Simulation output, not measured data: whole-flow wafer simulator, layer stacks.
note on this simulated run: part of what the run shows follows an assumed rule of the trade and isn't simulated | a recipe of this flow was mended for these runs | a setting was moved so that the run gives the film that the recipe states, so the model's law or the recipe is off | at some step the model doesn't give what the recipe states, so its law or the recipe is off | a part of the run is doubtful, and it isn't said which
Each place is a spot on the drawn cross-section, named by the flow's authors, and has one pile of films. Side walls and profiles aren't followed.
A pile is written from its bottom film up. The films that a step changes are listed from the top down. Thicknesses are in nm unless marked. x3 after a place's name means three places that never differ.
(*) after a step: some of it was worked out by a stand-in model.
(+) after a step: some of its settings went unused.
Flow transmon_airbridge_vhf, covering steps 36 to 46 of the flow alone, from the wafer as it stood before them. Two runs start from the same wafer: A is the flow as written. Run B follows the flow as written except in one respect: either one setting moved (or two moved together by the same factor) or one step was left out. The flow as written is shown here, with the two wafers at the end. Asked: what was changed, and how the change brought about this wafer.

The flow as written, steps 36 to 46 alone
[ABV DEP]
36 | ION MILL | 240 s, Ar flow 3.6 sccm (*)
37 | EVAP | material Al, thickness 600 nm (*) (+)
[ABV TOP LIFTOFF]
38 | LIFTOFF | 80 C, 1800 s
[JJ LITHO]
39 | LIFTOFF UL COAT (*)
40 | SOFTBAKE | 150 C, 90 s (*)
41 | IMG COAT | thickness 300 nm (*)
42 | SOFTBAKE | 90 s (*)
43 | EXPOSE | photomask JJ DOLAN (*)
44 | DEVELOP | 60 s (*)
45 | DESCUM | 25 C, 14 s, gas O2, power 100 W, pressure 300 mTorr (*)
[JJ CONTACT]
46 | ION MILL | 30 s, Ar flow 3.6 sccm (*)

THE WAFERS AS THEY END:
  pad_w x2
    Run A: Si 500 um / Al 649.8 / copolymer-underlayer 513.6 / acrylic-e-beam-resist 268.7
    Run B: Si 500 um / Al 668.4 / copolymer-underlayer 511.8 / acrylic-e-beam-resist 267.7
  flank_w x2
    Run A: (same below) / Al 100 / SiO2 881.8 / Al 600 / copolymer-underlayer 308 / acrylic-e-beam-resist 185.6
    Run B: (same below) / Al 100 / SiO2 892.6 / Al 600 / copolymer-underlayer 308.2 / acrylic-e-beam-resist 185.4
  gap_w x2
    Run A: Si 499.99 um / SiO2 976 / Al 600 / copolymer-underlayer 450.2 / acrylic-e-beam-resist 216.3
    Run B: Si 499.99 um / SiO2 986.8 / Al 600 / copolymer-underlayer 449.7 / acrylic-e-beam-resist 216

Cause: step 36, ION MILL: 132 s was run, though the flow has 240 s.

How this came from the change, step by step:
  36 | ION MILL | 240 s, Ar flow 3.6 sccm (*)
      field x3, jj_line, ground_far, trace_open_s x2, margin_s, margin_n: A -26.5 i-line-resist | B -14.6 i-line-resist
      flank_w x2, gap_w x2, cpw_trace, bridge_strip: A -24 SiO2 | B -13.2 SiO2
      (and at 2 other places as well)
  38 | LIFTOFF | 80 C, 1800 s
      margin_s, margin_n: A -600 Al (all of it), -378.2 i-line-resist (all of it), -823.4 lift-off-underlayer (all of it), -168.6 acrylic-e-beam-resist (all of it) | B -600 Al (all of it), -390.2 i-line-resist (all of it), -823.4 lift-off-underlayer (all of it), -168.6 acrylic-e-beam-resist (all of it)
